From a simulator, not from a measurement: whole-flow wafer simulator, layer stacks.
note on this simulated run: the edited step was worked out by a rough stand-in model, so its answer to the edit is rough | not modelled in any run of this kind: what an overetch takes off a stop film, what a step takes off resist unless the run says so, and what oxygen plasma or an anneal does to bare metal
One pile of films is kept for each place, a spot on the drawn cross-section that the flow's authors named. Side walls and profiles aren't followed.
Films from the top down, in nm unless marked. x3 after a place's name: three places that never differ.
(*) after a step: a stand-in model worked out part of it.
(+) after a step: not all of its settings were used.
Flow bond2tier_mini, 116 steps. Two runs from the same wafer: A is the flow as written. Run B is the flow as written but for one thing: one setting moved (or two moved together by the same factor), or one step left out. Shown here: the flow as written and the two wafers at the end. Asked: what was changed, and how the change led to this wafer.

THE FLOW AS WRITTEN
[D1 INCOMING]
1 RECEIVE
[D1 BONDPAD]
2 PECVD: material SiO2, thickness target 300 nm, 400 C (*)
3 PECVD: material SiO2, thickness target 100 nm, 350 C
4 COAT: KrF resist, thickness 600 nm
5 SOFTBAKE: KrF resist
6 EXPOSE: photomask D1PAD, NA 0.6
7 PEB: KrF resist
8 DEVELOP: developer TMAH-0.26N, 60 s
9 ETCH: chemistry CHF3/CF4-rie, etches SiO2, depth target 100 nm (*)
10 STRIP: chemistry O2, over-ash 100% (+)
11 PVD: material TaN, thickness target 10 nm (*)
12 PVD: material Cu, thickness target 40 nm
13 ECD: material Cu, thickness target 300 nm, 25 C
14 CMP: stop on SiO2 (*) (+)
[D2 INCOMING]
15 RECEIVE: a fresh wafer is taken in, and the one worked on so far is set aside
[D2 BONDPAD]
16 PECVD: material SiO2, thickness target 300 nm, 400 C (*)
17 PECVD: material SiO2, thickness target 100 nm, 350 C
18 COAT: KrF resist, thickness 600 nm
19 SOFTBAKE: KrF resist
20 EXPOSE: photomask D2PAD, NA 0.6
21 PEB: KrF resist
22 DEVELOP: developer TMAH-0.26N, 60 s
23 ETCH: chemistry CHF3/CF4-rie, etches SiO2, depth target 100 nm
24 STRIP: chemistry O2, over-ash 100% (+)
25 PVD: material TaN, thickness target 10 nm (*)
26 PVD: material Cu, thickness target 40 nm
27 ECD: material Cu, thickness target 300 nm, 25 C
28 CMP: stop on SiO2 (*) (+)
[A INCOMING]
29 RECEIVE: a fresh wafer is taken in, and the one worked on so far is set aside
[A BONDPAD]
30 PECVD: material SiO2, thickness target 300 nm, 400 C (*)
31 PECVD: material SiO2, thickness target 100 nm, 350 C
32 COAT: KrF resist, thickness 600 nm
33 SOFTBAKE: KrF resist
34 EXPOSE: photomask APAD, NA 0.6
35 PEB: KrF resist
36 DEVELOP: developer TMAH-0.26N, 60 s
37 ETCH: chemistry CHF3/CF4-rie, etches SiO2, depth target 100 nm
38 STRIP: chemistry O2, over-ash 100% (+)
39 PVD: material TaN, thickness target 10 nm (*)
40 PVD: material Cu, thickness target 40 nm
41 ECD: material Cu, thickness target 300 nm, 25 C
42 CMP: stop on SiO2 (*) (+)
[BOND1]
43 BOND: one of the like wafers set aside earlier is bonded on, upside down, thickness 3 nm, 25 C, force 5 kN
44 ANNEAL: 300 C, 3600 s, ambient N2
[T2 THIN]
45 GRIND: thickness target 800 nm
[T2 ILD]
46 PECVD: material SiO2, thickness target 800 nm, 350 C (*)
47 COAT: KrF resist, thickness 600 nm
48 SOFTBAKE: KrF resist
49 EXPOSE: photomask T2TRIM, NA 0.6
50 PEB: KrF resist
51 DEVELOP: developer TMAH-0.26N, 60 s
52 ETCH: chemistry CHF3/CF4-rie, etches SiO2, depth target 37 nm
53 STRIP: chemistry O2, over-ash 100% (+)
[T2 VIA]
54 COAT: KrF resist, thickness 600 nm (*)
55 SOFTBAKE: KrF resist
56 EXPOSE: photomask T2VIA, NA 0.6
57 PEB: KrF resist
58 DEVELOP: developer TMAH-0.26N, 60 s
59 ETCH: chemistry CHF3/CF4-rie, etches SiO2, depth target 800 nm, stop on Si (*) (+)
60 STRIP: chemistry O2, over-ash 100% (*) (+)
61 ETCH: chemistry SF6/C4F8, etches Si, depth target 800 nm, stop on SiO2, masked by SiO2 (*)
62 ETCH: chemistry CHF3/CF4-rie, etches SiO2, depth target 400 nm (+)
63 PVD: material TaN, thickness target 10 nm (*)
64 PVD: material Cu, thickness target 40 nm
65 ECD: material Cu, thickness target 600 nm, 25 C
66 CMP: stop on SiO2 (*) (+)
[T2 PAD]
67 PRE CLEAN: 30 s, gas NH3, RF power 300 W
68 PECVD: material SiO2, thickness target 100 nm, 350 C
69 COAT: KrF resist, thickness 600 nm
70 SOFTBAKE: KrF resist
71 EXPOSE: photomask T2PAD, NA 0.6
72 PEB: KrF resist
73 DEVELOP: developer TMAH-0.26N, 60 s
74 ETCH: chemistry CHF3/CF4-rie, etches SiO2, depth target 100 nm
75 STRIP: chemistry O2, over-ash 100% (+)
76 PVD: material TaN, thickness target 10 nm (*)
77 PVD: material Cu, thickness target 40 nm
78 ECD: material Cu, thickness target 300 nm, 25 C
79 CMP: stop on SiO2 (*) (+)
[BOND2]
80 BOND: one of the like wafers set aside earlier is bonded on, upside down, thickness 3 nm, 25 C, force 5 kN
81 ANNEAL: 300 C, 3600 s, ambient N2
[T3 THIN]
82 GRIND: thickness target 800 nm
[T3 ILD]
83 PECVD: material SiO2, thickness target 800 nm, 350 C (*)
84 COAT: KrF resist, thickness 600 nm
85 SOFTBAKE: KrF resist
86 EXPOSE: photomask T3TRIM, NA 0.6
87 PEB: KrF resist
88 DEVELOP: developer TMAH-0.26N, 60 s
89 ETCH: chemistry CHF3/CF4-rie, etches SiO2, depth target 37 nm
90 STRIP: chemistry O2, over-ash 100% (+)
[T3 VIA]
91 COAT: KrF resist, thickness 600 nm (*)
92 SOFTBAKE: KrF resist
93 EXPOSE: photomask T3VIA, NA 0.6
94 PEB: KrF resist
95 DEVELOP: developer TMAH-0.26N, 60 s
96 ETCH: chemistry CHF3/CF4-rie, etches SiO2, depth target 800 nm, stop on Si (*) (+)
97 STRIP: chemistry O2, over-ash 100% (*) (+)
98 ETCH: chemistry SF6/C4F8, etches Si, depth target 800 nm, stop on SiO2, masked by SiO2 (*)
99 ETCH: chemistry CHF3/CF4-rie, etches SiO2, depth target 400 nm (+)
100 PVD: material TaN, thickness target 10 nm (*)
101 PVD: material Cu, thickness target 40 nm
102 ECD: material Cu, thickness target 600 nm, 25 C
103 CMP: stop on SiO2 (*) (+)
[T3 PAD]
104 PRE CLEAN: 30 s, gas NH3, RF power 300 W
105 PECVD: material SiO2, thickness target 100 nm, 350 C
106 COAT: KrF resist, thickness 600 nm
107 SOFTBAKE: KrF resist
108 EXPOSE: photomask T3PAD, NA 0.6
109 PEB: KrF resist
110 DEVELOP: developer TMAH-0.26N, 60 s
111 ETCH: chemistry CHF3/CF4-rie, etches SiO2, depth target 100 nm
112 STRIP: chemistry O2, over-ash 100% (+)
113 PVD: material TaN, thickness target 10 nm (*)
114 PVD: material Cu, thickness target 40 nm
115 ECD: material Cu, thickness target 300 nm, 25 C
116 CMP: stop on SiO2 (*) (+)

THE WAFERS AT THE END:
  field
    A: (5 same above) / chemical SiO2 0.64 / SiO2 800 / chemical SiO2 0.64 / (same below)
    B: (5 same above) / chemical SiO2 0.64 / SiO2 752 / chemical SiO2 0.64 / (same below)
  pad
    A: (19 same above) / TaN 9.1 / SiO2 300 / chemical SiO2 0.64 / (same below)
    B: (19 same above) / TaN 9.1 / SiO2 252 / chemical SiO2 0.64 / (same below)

The cause: step 30, PECVD: thickness target 252 nm was run, where the flow has thickness target 300 nm.
It can be read off the wafer: pad has SiO2 252, and step 30 as written asks for 300 nm.

How the change led to this, step by step:
  30 PECVD: material SiO2, thickness target 300 nm, 400 C (*)
      field, pad, via: A SiO2 +300 (new film) | B SiO2 +252 (new film)
